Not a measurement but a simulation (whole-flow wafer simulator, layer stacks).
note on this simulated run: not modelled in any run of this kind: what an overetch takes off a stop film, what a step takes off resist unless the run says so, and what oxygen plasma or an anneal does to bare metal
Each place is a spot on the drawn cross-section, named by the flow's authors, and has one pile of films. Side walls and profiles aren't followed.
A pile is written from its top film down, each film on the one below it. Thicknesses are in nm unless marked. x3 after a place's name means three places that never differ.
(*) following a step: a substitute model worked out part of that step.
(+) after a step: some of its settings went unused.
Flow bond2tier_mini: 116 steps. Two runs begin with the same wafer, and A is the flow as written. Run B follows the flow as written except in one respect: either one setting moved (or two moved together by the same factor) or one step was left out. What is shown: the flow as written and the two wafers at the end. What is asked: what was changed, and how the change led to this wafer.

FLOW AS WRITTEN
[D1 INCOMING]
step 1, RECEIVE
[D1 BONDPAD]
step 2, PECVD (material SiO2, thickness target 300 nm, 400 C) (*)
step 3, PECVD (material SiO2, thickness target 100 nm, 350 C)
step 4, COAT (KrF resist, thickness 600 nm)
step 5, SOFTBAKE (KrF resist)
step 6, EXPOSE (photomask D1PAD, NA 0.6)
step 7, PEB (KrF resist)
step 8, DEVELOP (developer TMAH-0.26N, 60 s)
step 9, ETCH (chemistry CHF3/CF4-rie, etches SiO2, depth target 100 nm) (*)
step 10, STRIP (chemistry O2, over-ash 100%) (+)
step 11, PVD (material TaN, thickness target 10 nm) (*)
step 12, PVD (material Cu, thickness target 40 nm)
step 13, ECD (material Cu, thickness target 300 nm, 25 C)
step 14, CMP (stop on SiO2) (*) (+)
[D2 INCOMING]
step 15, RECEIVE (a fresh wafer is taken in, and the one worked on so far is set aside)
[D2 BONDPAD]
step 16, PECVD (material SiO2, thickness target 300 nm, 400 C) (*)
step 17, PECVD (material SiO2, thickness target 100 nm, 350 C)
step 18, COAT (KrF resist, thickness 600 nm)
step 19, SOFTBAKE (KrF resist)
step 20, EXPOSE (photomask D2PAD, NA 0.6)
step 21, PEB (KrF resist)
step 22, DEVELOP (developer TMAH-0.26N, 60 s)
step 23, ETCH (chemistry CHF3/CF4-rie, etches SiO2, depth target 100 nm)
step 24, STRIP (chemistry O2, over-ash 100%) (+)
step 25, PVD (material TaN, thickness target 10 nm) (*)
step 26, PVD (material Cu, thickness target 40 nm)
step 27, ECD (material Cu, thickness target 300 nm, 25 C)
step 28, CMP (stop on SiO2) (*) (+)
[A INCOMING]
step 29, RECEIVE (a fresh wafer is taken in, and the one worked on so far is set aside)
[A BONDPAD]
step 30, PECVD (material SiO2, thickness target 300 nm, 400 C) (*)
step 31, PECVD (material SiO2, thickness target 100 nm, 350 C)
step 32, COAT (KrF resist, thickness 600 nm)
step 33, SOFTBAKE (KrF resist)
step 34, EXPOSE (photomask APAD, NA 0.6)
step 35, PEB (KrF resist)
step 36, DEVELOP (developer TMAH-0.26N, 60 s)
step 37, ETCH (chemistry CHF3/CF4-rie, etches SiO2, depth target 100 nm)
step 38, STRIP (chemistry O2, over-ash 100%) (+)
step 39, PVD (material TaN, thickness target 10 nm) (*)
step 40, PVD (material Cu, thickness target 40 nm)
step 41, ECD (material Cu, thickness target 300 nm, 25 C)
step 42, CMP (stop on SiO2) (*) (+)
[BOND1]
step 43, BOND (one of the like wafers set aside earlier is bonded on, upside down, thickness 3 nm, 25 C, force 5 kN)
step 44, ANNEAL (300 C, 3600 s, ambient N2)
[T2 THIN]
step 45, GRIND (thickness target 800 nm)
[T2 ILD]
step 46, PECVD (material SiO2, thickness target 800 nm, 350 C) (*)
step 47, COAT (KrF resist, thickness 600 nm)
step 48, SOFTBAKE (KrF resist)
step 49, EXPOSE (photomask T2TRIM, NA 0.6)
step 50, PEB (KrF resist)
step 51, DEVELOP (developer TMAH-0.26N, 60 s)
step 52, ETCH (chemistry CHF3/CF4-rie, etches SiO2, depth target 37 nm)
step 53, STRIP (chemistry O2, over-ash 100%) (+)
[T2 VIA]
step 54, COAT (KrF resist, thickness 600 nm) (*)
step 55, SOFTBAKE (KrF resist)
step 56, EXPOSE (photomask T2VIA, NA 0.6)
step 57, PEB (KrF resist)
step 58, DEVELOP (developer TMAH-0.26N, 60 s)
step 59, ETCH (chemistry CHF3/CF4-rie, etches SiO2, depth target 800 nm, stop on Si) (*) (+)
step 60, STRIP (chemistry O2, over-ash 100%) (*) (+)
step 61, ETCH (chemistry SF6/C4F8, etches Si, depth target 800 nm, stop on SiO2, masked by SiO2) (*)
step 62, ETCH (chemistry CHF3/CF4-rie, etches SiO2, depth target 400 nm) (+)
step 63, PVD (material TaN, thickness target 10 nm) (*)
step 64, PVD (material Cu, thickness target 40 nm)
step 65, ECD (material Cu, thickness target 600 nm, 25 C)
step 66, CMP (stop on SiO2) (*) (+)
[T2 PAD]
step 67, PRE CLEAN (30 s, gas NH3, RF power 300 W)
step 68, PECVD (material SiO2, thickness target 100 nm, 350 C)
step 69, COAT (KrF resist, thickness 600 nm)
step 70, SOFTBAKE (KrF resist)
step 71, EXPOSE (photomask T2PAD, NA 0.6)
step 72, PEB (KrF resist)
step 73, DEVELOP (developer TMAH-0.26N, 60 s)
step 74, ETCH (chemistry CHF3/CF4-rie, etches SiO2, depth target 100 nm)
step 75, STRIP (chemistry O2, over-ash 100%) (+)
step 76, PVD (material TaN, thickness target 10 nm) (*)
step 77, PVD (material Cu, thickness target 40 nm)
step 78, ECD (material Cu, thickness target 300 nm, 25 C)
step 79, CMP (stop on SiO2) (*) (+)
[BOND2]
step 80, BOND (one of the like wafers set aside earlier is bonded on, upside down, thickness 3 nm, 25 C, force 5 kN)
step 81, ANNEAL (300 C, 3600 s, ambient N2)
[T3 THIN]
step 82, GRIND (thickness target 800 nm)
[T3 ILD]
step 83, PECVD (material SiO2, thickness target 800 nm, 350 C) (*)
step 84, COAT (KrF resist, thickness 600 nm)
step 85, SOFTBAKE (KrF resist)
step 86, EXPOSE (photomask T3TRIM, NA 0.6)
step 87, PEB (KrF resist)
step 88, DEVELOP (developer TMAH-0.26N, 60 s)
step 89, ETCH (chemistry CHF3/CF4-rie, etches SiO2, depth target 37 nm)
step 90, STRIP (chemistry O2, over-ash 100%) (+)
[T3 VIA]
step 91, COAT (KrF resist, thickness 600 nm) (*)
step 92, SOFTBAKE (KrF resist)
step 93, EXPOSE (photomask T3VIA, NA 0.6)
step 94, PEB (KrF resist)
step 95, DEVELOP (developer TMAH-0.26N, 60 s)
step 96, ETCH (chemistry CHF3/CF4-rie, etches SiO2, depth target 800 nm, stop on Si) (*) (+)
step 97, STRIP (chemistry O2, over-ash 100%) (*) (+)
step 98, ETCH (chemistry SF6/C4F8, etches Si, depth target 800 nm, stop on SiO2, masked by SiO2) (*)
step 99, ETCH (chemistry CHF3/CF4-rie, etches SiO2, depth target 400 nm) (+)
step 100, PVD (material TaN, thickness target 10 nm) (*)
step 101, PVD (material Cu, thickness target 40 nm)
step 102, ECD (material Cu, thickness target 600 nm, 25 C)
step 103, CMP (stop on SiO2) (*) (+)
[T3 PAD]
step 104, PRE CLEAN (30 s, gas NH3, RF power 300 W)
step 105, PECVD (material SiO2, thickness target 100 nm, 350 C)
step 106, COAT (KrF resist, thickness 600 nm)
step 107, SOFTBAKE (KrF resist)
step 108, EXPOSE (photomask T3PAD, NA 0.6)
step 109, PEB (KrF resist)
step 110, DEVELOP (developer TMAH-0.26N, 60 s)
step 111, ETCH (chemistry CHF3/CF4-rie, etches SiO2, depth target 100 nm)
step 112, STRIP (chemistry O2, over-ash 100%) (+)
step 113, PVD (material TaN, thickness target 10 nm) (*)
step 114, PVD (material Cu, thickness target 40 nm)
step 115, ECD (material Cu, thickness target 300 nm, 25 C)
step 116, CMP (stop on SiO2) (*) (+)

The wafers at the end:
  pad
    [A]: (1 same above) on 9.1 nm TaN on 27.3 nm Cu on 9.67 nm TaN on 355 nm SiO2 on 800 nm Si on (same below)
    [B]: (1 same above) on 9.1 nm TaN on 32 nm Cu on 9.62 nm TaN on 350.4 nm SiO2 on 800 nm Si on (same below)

What caused this: step 89, ETCH: depth target 41.6 nm was run, though the flow has depth target 37 nm.

How this came from the change, step by step:
  step 89, ETCH (chemistry CHF3/CF4-rie, etches SiO2, depth target 37 nm)
      field: A -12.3 KrF resist | B -13.9 KrF resist
      pad: A -37 SiO2 | B -41.6 SiO2
